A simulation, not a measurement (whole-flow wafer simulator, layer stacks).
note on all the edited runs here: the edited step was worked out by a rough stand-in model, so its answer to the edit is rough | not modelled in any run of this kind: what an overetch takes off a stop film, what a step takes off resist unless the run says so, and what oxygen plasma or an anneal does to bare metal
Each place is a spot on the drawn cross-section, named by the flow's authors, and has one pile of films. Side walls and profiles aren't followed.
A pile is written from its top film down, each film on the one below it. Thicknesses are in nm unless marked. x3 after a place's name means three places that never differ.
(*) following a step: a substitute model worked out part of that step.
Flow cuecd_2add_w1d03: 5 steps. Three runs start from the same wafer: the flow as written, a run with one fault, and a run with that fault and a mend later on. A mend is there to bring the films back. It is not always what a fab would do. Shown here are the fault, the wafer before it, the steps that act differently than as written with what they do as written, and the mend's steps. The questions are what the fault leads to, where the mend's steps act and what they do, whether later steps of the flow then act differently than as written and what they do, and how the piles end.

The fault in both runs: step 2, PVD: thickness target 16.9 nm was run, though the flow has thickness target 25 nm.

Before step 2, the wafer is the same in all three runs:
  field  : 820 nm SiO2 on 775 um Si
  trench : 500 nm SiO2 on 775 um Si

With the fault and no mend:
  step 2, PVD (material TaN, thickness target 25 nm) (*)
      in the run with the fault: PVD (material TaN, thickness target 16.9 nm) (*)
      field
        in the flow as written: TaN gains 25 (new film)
        in the run with the fault: TaN gains 16.9 (new film)
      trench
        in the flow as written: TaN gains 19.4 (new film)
        in the run with the fault: TaN gains 13.1 (new film)
  Every later step of the flow that is run acts as written, at every place that is followed, to within 2% or 0.5 nm, whichever is larger.
  At field, trench, the piles at the end differ from the flow's by more than 2% or 0.5 nm, whichever is larger.
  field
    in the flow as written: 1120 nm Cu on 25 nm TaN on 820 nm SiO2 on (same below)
    in the run with the fault: 1120 nm Cu on 16.9 nm TaN on 820 nm SiO2 on (same below)
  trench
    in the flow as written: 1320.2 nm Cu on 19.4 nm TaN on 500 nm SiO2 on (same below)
    in the run with the fault: 1318 nm Cu on 13.1 nm TaN on 500 nm SiO2 on (same below)

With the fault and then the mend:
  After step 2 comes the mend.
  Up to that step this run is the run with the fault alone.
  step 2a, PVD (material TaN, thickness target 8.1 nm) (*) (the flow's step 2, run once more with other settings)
      field
        TaN gains 8.1
      trench
        TaN gains 6.23
  Every later step of the flow that is run acts as written, at every place that is followed, to within 2% or 0.5 nm, whichever is larger.
  When the end is reached, the piles differ only a little from the flow's at the places that both follow, at most by 2% or 0.5 nm, whichever is larger.
